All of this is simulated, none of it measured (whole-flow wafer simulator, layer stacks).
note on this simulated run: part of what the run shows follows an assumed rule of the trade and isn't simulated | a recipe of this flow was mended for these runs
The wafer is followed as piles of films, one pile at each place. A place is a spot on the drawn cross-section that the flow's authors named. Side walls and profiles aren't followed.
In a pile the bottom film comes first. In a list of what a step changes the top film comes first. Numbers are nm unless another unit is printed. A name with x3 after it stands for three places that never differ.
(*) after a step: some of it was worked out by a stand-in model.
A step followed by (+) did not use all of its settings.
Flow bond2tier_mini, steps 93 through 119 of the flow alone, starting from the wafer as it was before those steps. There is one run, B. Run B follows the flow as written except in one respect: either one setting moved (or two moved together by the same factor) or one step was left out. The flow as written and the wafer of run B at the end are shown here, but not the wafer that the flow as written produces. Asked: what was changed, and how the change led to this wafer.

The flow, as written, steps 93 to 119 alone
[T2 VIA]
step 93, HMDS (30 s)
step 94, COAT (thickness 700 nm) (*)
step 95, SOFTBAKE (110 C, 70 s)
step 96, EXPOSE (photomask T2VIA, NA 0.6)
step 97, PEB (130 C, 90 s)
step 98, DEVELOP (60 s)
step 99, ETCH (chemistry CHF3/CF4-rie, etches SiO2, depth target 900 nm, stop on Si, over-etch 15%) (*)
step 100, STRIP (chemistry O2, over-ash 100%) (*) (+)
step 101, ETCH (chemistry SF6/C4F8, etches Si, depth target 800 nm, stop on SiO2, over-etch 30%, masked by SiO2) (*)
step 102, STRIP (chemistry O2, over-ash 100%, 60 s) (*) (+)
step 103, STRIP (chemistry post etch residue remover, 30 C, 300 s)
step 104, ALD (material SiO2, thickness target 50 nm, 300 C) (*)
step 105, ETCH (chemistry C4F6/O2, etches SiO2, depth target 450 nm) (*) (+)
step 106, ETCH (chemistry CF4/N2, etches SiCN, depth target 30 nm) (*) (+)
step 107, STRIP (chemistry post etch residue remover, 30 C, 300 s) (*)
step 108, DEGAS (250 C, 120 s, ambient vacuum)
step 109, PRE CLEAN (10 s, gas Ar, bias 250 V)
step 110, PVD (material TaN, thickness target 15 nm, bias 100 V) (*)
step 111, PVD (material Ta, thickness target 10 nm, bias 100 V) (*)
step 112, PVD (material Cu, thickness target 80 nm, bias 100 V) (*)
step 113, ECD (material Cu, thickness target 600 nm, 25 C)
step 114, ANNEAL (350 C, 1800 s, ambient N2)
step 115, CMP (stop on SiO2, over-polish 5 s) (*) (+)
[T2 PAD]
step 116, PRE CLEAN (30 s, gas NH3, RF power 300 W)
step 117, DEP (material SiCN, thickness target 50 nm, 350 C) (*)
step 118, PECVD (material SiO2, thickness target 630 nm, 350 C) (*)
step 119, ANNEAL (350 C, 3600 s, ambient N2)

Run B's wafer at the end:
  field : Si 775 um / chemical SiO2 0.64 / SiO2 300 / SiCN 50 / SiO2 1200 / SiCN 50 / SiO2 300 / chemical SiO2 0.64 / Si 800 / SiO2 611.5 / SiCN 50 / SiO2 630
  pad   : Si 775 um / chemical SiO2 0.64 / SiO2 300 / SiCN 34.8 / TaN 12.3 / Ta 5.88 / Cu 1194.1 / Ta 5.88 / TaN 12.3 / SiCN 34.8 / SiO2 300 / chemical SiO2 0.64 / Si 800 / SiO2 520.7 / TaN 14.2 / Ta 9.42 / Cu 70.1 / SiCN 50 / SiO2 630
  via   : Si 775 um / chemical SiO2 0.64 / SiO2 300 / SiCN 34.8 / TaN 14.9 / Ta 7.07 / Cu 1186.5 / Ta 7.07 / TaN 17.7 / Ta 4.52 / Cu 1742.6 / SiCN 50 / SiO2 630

The reason: step 105, ETCH: depth target 396 nm was run, though the flow has depth target 450 nm.

The path from the change to this, step by step:
  step 105, ETCH (chemistry C4F6/O2, etches SiO2, depth target 450 nm) (*) (+)
      field, pad: SiO2 loses 396 (as written it would have been: SiO2 loses 450)
      via: SiO2 loses 348.1 (all of it), SiCN loses 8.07 (as written it would have been: SiO2 loses 348.1 (all of it), SiCN loses 17.2)
  step 106, ETCH (chemistry CF4/N2, etches SiCN, depth target 30 nm) (*) (+)
      via: SiCN loses 26.8 (all of it), TaN loses 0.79 (as written it would have been: SiCN loses 17.6 (all of it), TaN loses 3.01)
  step 113, ECD (material Cu, thickness target 600 nm, 25 C)
      via: Cu gains 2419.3 (as written it would have been: Cu gains 2367)
